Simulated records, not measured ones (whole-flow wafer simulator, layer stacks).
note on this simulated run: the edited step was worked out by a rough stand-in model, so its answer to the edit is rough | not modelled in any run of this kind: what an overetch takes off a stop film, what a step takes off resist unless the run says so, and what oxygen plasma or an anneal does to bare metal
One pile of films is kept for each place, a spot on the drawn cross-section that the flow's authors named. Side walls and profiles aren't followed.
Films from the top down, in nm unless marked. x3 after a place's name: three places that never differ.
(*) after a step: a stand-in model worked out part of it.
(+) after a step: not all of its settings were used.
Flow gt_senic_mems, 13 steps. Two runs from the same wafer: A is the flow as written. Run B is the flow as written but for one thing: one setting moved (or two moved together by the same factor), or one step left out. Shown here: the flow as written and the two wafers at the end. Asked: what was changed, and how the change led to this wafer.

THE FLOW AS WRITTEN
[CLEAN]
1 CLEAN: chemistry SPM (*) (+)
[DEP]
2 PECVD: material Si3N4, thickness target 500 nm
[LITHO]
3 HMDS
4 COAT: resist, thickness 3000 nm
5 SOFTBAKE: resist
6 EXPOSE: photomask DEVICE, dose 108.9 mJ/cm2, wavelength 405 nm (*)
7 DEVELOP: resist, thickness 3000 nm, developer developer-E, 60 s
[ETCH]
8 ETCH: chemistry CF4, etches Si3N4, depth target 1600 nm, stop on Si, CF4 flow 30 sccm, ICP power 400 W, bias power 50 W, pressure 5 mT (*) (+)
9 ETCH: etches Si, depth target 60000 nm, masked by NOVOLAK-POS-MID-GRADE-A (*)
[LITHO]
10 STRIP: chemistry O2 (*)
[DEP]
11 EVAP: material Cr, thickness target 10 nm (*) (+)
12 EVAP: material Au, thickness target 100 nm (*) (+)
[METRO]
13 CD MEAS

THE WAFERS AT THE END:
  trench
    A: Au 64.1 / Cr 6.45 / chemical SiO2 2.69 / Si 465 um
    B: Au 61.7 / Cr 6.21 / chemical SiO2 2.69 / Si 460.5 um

The cause: step 9, ETCH: depth target 64500 nm was run, where the flow has depth target 60000 nm.

How the change led to this, step by step:
  9 ETCH: etches Si, depth target 60000 nm, masked by NOVOLAK-POS-MID-GRADE-A (*)
      field: A resist -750 | B resist -806.2
      trench: A Si -60 um | B Si -64.5 um
  10 STRIP: chemistry O2 (*)
      field: A resist -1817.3 (all of it) | B resist -1761.1 (all of it)
  12 EVAP: material Au, thickness target 100 nm (*) (+)
      trench: A Au +64.1 (new film) | B Au +61.7 (new film)
